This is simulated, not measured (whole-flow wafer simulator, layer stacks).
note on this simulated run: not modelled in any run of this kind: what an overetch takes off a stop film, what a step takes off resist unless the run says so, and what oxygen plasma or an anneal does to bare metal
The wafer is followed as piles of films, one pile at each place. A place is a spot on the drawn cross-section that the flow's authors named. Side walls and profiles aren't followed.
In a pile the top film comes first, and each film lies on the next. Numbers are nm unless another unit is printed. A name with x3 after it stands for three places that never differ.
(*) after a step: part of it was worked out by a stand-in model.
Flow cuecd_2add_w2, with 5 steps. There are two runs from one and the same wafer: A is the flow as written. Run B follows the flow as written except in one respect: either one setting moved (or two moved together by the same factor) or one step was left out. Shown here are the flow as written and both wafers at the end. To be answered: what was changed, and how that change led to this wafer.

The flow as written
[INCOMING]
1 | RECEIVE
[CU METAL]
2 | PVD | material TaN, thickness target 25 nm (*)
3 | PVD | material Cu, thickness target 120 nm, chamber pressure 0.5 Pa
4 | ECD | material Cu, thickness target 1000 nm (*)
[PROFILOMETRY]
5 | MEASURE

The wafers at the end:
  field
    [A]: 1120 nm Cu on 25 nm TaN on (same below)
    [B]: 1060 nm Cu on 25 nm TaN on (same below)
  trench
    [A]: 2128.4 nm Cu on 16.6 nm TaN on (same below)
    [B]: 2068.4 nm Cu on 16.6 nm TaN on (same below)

What caused this: step 3, PVD: thickness target 60 nm was run, though the flow has thickness target 120 nm.

The path from the change to this, step by step:
  3 | PVD | material Cu, thickness target 120 nm, chamber pressure 0.5 Pa
      field: A Cu gains 120 (new film) | B Cu gains 60 (new film)
      trench: A Cu gains 80.8 (new film) | B Cu gains 40.6 (new film)
